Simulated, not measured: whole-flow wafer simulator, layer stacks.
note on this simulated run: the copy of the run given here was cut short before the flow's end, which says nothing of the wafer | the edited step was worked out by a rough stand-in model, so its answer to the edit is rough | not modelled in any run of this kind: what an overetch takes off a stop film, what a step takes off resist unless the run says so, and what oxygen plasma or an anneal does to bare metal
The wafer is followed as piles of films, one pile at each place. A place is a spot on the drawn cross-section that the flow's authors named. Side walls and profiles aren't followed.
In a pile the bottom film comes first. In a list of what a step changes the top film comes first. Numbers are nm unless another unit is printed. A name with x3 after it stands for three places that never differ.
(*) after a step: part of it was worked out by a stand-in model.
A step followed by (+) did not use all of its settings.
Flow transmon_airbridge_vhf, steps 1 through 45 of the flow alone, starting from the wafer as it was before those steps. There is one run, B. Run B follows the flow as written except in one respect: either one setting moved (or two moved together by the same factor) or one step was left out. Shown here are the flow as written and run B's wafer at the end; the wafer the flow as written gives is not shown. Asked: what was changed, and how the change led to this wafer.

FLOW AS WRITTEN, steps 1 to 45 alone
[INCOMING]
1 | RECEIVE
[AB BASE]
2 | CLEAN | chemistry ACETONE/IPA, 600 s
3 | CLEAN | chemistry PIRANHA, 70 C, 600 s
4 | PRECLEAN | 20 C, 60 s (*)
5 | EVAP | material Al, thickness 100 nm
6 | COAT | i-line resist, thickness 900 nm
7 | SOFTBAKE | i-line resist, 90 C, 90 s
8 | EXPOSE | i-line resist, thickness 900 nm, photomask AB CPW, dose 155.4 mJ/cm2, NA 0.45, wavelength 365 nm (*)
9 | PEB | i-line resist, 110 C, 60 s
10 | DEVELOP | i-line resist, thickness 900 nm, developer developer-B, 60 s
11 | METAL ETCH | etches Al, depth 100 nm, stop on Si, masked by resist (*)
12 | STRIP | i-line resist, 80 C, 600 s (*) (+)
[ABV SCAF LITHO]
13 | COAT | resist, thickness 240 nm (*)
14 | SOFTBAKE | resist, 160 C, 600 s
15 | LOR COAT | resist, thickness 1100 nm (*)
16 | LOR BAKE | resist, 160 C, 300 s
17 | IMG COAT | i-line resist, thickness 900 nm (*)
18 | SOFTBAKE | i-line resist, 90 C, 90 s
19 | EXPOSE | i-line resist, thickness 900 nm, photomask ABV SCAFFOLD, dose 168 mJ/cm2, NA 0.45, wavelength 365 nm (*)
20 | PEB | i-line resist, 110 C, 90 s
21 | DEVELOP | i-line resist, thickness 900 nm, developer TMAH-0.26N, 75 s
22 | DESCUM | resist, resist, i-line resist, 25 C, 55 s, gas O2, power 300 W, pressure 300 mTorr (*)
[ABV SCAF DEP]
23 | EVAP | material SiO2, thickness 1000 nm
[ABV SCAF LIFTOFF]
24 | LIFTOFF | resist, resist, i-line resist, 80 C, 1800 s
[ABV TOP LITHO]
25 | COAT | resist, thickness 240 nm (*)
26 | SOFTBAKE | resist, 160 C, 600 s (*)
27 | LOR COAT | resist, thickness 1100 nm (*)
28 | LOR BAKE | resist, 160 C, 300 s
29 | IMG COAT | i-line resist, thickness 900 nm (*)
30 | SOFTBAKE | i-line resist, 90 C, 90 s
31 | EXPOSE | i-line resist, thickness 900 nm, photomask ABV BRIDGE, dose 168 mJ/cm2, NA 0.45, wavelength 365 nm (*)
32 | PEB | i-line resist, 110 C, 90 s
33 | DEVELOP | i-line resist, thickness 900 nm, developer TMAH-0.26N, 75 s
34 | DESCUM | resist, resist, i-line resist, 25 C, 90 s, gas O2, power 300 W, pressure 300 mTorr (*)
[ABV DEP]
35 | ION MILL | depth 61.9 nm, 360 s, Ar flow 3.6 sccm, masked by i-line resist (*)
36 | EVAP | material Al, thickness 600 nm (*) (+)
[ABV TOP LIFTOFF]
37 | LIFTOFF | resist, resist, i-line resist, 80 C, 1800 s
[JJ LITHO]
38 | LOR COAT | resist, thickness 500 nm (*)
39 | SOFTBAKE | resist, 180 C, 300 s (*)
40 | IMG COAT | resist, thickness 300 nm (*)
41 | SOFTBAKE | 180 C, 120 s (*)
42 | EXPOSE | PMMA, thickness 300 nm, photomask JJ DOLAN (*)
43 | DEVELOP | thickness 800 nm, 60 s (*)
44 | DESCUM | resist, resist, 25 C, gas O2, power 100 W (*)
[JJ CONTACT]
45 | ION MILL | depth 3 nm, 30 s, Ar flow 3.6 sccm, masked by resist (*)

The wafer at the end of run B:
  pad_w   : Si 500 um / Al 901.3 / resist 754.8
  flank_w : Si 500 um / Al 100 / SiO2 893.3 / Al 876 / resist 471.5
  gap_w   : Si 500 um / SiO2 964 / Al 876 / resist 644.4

Cause: step 36, EVAP: thickness 876 nm was run, whereas the flow has thickness 600 nm.
The wafer lets one read it off: flank_w has Al 876, and step 36 as written asks for 600 nm.

How this came from the change, step by step:
  36 | EVAP | material Al, thickness 600 nm (*) (+)
      field x3, jj_line, ground_far and 10 more: +876 Al (new film) (as written it would have been: +600 Al (new film))
      pad_w, pad_e: +863.2 Al (as written it would have been: +591.2 Al)
  37 | LIFTOFF | resist, resist, i-line resist, 80 C, 1800 s
      field x3, jj_line, trace_open_s x2: -876 Al (all of it), -600 i-line resist (all of it), -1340 resist (all of it) (as written it would have been: -600 Al (all of it), -600 i-line resist (all of it), -1340 resist (all of it))
      margin_s, margin_n: -876 Al (all of it), -318.3 i-line resist (all of it), -992 resist (all of it) (as written it would have been: -600 Al (all of it), -318.3 i-line resist (all of it), -992 resist (all of it))
      (as well as at 1 more place)
  38 | LOR COAT | resist, thickness 500 nm (*)
      pad_w, pad_e: +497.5 resist (new film) (as written it would have been: +517 resist (new film))
      flank_w, flank_e: +300.2 resist (new film) (as written it would have been: +306.5 resist (new film))
      (as well as at 6 more places)
  40 | IMG COAT | resist, thickness 300 nm (*)
      pad_w, pad_e: +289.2 resist (as written it would have been: +300.1 resist)
      flank_w, flank_e: +203 resist (as written it would have been: +212.1 resist)
      (as well as at 6 more places)
